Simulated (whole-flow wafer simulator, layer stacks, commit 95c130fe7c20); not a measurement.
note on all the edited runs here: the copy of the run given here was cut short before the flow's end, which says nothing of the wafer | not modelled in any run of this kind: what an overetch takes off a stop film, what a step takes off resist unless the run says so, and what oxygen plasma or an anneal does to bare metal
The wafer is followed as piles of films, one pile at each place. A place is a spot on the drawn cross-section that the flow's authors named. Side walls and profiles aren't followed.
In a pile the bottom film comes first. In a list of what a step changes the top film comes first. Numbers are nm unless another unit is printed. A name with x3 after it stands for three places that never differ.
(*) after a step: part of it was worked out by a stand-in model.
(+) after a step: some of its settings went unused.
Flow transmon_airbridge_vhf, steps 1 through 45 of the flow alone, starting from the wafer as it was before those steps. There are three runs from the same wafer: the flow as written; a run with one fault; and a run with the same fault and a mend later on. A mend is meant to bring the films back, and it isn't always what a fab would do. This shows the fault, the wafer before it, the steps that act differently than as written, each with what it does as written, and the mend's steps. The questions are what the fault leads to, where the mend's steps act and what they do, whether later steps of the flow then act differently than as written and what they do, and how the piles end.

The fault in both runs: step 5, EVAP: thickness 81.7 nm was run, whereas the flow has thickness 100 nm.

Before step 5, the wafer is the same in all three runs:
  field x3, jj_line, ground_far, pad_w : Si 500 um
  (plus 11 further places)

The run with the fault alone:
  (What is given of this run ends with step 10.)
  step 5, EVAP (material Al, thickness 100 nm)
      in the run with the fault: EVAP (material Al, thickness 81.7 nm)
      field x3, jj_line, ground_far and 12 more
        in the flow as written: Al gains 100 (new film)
        in the run with the fault: Al gains 81.7 (new film)
  None of the later steps of the flow up to step 10 acts differently than as written at any place that is followed.
  After step 10, at field x3, jj_line, ground_far and 12 more, the piles differ from the flow's by more than 2% or 0.5 nm, whichever is larger.
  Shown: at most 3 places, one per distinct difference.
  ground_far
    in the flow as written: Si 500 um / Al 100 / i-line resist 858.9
    in the run with the fault: Si 500 um / Al 81.7 / i-line resist 858.9
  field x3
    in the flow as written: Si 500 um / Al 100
    in the run with the fault: Si 500 um / Al 81.7

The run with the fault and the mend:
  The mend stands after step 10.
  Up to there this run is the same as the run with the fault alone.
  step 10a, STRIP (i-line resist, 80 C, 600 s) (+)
      ground_far, pad_w, flank_w and 8 more
        i-line resist loses 858.9 (all of it)
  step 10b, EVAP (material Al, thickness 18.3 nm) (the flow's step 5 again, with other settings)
      field x3, jj_line, ground_far and 12 more
        Al gains 18.3
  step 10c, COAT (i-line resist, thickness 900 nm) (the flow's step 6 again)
      field x3, jj_line, ground_far and 12 more
        i-line resist gains 900 (new film)
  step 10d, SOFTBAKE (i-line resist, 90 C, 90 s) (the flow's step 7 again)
      alters no film at any place that is followed
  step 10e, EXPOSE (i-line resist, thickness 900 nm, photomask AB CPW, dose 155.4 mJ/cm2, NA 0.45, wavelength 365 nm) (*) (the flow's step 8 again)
      alters no film at any place that is followed
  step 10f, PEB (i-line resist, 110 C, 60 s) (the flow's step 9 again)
      field x3, jj_line, ground_far and 12 more
        i-line resist loses 41
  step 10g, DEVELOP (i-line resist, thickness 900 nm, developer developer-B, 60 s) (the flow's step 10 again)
      ground_far, pad_w, flank_w and 8 more
        i-line resist loses 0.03
      field x3, jj_line, gap_w, gap_e
        i-line resist loses 859 (all of it)
  None of the later steps of the flow acts differently than as written at any place that is followed.
  By the end, the piles equal the flow's at every place that both follow.
